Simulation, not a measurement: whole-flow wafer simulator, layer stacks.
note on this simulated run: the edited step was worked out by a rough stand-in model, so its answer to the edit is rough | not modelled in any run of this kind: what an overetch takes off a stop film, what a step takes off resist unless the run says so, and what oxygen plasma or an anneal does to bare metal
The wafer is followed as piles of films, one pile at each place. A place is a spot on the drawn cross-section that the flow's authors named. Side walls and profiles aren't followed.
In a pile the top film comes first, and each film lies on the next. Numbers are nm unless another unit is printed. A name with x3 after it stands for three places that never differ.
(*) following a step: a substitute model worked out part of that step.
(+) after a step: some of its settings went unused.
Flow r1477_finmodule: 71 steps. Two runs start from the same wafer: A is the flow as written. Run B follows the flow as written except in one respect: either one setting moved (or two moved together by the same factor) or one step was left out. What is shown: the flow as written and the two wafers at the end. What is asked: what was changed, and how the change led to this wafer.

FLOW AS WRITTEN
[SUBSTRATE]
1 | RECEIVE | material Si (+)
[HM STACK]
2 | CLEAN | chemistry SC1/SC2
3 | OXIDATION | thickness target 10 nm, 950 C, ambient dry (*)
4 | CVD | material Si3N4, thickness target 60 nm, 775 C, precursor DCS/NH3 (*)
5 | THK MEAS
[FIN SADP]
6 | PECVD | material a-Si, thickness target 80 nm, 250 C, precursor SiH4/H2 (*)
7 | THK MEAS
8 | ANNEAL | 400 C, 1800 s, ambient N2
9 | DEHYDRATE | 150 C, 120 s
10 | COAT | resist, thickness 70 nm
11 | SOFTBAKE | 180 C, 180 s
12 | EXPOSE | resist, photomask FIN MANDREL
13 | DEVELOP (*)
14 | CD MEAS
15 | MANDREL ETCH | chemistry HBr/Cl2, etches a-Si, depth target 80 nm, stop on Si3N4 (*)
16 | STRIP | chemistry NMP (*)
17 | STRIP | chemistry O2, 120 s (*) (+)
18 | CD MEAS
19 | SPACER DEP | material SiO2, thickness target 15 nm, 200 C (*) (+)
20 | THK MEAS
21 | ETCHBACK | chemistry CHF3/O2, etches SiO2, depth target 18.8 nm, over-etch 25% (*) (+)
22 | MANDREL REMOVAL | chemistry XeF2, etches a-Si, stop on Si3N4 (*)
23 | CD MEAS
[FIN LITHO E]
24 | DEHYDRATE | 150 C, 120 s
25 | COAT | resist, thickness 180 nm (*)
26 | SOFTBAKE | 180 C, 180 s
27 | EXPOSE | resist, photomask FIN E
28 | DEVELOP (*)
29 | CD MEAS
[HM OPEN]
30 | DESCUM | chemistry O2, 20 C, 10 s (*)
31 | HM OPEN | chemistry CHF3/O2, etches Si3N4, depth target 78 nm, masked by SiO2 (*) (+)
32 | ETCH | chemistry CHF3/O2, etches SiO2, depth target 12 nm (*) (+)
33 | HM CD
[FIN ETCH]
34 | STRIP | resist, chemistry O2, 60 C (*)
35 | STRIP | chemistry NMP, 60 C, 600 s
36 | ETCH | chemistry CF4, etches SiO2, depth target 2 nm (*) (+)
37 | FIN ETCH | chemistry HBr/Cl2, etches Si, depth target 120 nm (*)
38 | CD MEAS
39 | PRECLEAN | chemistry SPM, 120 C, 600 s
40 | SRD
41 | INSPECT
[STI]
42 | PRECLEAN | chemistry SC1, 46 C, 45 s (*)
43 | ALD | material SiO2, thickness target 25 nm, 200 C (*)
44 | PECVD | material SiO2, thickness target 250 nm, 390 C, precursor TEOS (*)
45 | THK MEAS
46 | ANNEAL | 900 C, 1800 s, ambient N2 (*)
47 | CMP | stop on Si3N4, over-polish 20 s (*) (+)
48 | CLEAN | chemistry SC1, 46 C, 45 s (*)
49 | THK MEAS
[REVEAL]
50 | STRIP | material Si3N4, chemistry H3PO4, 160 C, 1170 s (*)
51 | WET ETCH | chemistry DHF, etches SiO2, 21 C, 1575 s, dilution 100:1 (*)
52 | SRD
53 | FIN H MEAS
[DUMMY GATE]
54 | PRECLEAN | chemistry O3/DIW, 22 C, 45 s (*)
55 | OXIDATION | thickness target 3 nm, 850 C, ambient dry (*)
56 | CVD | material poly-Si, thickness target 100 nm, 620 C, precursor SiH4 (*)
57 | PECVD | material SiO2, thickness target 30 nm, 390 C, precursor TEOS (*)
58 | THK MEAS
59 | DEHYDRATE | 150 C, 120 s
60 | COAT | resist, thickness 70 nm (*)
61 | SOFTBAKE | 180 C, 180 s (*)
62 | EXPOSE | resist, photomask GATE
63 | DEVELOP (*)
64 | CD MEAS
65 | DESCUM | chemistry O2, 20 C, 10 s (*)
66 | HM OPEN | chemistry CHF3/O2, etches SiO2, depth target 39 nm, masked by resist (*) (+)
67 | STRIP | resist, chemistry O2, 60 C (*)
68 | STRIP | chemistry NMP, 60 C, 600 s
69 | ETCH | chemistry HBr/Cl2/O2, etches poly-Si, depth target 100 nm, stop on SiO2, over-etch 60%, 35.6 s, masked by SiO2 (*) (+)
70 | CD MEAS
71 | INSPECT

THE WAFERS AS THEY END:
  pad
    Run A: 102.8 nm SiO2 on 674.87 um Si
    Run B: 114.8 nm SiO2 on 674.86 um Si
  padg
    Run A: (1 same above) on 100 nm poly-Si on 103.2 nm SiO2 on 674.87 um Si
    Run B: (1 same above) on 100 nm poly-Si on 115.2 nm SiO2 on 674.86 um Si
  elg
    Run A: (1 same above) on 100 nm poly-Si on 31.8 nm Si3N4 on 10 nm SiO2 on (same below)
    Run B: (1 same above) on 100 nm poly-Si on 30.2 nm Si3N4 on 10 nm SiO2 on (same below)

The reason: step 37, FIN ETCH: depth target 132 nm was run, though the flow has depth target 120 nm.

Step by step, how the change led to this:
  37 | FIN ETCH | chemistry HBr/Cl2, etches Si, depth target 120 nm (*)
      pad, padg, esg and 19 more: A -120 Si | B -132 Si
      elg, e40lg, e100lg, e200lg, elo, e40lo, e100lo, e200lo: A -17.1 Si3N4 | B -18.9 Si3N4
      (as well as at 6 more places)
  43 | ALD | material SiO2, thickness target 25 nm, 200 C (*)
      s40cg, s45cg, s50cg, s40co, s45co, s50co: A +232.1 SiO2 (new film) | B +243.2 SiO2 (new film)
      esg: A +194.3 SiO2 (new film) | B +204.5 SiO2 (new film)
  47 | CMP | stop on Si3N4, over-polish 20 s (*) (+)
      pad, padg, e40sg and 11 more: A -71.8 SiO2 | B -59.8 SiO2
      eso: A -72.4 SiO2 | B -60.4 SiO2
  51 | WET ETCH | chemistry DHF, etches SiO2, 21 C, 1575 s, dilution 100:1 (*)
      elg, e40lg, e100lg, e200lg, elo, e40lo, e100lo, e200lo: A -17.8 SiO2 (all of it), -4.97 Si3N4 | B -19.6 SiO2 (all of it), -4.83 Si3N4
